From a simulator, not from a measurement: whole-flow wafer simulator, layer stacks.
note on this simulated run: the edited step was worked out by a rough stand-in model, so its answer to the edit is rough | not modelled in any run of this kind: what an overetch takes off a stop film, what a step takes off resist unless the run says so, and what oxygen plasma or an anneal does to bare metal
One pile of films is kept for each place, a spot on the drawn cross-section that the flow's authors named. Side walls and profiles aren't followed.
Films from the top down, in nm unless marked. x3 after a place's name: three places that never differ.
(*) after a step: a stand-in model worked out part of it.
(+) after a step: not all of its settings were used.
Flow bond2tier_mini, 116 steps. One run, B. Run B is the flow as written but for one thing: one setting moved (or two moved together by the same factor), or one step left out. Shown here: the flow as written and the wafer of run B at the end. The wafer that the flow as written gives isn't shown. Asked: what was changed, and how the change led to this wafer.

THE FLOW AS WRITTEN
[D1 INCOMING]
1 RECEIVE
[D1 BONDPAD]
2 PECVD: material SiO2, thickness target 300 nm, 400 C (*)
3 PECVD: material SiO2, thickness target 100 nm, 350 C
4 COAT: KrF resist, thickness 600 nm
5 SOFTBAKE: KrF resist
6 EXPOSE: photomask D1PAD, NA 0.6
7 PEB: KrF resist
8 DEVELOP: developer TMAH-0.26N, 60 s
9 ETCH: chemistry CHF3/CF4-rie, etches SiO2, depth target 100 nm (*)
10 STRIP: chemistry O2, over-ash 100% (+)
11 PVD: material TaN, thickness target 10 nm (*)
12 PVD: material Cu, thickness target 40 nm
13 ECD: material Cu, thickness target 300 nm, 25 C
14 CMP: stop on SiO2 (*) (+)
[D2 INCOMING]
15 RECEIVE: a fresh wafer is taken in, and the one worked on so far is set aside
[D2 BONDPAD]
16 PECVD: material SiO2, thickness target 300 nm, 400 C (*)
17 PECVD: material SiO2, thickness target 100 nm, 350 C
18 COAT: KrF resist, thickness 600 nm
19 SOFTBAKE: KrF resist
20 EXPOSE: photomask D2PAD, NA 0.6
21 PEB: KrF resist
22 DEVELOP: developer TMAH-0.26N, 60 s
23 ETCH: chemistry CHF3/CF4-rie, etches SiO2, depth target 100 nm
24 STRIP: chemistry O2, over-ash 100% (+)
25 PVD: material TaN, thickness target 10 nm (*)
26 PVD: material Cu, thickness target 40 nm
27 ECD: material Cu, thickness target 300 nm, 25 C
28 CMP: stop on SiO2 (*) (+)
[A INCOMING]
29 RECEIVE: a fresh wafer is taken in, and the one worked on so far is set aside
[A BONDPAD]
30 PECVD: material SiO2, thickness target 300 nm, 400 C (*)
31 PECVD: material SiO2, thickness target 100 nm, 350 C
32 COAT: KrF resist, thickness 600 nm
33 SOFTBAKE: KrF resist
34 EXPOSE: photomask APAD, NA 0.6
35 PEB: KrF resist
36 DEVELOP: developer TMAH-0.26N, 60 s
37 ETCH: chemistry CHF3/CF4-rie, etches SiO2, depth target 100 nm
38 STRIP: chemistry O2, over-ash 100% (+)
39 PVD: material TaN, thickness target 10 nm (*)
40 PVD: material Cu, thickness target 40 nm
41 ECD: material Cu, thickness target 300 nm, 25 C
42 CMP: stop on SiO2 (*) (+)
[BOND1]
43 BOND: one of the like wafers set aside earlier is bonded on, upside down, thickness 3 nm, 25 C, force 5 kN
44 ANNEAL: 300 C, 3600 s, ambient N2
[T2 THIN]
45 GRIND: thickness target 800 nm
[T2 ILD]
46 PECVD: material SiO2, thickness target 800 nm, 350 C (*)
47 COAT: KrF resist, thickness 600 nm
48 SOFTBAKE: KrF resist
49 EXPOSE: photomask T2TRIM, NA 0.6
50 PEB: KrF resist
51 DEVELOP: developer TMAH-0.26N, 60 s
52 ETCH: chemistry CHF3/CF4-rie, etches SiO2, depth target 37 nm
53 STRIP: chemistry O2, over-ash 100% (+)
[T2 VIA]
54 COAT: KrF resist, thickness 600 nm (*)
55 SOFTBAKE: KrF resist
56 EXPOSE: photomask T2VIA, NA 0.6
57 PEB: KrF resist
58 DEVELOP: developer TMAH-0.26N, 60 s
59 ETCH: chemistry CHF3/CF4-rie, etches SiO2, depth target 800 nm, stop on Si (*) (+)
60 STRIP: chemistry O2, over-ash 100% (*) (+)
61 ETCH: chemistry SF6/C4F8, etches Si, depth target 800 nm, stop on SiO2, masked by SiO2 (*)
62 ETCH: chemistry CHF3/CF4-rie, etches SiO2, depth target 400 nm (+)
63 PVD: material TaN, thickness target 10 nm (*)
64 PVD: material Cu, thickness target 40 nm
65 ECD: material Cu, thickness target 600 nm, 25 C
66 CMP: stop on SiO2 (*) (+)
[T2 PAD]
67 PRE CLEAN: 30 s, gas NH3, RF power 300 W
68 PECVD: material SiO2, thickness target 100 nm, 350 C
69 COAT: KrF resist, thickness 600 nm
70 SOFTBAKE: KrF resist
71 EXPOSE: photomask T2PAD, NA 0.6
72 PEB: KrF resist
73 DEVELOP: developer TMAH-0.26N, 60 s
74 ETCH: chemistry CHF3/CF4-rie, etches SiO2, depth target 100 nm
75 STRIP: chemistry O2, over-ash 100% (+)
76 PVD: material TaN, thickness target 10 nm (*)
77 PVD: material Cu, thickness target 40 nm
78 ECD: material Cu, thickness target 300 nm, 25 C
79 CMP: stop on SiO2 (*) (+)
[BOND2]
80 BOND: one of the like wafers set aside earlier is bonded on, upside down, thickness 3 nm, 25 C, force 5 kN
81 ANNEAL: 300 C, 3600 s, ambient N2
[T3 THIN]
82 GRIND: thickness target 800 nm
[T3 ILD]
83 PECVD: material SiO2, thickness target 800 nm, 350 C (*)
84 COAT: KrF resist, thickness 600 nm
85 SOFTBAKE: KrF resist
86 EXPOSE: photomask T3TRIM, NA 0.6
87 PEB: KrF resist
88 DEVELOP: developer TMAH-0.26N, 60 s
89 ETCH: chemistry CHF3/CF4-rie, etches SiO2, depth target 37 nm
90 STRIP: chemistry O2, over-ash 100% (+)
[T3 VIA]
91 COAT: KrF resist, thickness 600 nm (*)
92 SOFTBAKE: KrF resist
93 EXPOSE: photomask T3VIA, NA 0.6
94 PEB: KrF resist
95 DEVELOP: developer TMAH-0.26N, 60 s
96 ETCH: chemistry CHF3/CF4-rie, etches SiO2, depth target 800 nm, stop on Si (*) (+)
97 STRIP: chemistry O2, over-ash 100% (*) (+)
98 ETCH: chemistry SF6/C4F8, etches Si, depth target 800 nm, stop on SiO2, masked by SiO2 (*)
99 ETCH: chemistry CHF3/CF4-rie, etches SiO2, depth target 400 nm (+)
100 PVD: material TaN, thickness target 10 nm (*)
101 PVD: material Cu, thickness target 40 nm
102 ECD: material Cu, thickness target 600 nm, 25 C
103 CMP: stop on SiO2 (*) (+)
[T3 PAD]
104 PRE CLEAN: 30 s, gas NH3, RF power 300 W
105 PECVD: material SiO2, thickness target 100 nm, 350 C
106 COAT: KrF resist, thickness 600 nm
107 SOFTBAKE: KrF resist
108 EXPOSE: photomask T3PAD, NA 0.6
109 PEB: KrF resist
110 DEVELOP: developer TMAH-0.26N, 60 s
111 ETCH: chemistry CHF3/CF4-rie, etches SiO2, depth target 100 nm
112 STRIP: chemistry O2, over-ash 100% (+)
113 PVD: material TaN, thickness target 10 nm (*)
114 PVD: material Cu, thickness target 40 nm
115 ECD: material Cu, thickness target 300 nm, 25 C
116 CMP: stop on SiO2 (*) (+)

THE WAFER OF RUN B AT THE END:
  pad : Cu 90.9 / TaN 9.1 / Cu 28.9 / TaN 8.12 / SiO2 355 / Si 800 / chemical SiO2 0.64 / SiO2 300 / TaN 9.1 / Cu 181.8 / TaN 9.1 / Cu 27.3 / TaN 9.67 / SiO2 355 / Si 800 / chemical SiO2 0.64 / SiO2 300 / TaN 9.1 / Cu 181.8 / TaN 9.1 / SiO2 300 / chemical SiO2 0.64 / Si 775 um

The cause: step 100, PVD: thickness target 8.4 nm was run, where the flow has thickness target 10 nm.

How the change led to this, step by step:
  100 PVD: material TaN, thickness target 10 nm (*)
      field: TaN +8.4 (new film) (as written it would be: TaN +10 (new film))
      pad: TaN +8.12 (new film) (as written it would be: TaN +9.67 (new film))
  103 CMP: stop on SiO2 (*) (+)
      field: Cu -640 (all of it), TaN -8.4 (all of it) (as written it would be: Cu -640 (all of it), TaN -10 (all of it))
